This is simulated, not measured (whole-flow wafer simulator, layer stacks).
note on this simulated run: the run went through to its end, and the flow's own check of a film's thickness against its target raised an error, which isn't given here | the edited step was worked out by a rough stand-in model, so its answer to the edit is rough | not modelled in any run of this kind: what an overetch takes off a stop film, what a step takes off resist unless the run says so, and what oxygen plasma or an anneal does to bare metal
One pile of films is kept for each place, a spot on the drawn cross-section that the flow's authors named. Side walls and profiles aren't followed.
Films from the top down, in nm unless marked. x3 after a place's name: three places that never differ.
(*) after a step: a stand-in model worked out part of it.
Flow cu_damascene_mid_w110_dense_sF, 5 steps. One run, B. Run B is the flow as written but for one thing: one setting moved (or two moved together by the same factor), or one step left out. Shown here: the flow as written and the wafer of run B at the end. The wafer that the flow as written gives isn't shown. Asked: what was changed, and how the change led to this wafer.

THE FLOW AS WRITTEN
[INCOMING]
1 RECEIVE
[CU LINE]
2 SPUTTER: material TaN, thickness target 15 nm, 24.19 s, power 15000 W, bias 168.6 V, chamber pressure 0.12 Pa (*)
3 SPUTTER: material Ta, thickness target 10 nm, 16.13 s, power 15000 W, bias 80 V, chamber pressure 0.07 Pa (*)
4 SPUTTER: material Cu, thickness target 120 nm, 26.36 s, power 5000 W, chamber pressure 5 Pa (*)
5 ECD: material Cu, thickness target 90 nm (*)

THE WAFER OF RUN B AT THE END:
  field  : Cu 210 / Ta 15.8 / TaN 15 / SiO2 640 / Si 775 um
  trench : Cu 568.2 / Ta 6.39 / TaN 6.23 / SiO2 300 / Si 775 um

The cause: step 3, SPUTTER: thickness target 15.8 nm was run, where the flow has thickness target 10 nm; step 3, SPUTTER: 25.4 s was run, where the flow has 16.13 s.
It can be read off the wafer: field has Ta 15.8, and step 3 as written asks for 10 nm.

How the change led to this, step by step:
  3 SPUTTER: material Ta, thickness target 10 nm, 16.13 s, power 15000 W, bias 80 V, chamber pressure 0.07 Pa (*)
      field: Ta +15.8 (new film) (as written it would be: Ta +10 (new film))
      trench: Ta +6.39 (new film) (as written it would be: Ta +4.05 (new film))
